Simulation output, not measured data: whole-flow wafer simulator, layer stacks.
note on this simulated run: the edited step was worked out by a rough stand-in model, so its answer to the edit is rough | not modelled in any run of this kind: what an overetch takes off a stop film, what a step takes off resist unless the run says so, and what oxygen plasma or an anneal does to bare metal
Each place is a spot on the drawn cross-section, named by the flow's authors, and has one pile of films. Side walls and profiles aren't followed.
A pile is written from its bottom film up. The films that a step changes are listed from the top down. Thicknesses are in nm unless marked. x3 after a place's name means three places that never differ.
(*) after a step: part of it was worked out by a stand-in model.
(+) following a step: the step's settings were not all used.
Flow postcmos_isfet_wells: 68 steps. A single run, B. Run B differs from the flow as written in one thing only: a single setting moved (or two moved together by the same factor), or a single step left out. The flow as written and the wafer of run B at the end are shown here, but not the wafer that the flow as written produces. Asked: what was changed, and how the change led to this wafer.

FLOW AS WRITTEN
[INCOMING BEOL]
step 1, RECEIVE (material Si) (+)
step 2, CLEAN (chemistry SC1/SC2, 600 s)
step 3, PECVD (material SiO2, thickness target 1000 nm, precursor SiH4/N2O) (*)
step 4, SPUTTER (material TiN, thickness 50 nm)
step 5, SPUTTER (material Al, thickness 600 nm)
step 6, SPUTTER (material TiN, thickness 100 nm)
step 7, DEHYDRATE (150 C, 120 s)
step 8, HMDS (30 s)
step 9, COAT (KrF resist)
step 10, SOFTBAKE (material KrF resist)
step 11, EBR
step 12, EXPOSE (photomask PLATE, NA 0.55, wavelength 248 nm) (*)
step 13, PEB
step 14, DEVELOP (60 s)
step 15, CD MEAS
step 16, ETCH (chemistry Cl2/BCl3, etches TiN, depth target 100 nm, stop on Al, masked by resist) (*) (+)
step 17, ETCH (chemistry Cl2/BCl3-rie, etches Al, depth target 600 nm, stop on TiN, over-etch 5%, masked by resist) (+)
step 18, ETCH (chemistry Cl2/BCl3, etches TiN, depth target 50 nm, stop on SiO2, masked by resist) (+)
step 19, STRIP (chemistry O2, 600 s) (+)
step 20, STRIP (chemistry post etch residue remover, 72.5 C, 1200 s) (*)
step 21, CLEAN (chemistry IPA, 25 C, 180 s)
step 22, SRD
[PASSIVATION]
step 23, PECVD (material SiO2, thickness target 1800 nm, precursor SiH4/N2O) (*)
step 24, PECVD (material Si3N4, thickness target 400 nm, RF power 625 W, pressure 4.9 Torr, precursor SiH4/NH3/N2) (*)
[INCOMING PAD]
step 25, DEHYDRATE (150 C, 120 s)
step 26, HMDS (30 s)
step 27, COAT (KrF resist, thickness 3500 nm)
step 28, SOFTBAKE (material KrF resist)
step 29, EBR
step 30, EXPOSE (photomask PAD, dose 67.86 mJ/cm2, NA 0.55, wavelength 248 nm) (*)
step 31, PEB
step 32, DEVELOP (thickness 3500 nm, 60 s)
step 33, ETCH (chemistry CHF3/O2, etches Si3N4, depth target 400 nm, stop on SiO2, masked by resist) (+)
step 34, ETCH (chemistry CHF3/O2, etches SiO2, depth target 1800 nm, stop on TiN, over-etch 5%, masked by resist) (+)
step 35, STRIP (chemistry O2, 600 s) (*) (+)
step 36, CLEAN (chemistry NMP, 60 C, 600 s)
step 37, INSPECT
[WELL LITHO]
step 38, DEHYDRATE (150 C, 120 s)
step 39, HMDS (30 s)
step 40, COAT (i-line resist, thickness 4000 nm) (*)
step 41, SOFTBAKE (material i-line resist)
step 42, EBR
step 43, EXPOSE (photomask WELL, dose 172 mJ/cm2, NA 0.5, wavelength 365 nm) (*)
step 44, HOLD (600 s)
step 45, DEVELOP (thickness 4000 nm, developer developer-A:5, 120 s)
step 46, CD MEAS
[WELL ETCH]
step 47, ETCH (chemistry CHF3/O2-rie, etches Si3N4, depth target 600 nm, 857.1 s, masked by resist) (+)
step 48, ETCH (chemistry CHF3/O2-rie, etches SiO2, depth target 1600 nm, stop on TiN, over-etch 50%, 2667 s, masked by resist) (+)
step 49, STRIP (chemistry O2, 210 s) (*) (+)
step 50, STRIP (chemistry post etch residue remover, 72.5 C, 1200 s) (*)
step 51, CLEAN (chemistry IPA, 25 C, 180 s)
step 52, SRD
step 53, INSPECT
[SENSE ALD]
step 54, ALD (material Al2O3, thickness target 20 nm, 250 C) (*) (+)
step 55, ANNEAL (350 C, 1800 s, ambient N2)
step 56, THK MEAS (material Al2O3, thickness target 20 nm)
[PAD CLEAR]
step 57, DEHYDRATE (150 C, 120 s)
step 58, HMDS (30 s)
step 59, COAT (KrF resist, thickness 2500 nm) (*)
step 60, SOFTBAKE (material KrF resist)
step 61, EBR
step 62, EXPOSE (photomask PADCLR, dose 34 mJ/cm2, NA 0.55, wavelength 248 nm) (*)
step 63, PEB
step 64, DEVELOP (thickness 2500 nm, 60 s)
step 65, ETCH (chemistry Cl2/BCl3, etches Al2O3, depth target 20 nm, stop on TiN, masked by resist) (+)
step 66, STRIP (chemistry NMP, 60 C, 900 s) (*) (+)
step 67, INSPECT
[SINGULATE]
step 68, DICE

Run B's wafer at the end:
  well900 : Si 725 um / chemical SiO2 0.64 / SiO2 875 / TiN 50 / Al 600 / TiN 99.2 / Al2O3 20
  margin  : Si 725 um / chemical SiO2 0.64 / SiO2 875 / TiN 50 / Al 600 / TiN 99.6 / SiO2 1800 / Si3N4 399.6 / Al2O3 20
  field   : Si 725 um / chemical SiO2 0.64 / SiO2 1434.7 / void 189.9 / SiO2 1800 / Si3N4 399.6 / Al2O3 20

What caused this: step 3, PECVD: thickness target 875 nm was run, whereas the flow has thickness target 1000 nm.
The wafer itself shows it: well900 has SiO2 875, and step 3 as written asks for 1000 nm.

How this came from the change, step by step:
  step 3, PECVD (material SiO2, thickness target 1000 nm, precursor SiH4/N2O) (*)
      field, margin, well900, well1300 x3, pad_rim, pad_clr, pad_open: SiO2 gains 875 (new film) (as written it would have been: SiO2 gains 1000 (new film))
